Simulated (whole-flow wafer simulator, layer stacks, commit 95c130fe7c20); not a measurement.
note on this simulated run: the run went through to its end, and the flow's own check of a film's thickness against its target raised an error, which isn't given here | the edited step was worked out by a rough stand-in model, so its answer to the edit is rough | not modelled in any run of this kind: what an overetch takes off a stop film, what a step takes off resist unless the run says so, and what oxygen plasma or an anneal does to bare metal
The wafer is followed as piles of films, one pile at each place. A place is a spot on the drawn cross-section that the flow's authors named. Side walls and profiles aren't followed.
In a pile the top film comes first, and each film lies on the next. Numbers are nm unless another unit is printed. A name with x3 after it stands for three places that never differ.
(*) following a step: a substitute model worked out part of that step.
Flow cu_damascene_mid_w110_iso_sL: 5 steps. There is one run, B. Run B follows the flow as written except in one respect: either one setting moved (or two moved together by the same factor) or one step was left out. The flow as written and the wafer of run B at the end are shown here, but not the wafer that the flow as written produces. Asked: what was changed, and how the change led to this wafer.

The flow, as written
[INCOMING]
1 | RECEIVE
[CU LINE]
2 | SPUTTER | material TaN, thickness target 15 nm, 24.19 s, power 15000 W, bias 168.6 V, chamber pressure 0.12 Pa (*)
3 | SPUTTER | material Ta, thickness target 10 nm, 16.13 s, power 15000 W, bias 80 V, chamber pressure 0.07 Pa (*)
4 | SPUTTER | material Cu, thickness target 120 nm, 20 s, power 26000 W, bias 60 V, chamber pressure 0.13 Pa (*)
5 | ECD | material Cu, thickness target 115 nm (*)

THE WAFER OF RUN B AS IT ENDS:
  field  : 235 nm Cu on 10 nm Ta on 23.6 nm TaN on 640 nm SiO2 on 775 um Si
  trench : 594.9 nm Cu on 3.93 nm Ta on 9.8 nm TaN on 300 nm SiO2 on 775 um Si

What caused this: step 2, SPUTTER: thickness target 23.6 nm was run, whereas the flow has thickness target 15 nm; step 2, SPUTTER: 38.1 s was run, where the flow has 24.19 s.
One can read it off the wafer: field has TaN 23.6, and step 2 as written asks for 15 nm.

The path from the change to this, step by step:
  2 | SPUTTER | material TaN, thickness target 15 nm, 24.19 s, power 15000 W, bias 168.6 V, chamber pressure 0.12 Pa (*)
      field: TaN gains 23.6 (new film) (it would be, as written: TaN gains 15 (new film))
      trench: TaN gains 9.8 (new film) (it would be, as written: TaN gains 6.23 (new film))
  4 | SPUTTER | material Cu, thickness target 120 nm, 20 s, power 26000 W, bias 60 V, chamber pressure 0.13 Pa (*)
      trench: Cu gains 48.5 (new film) (it would be, as written: Cu gains 49.9 (new film))
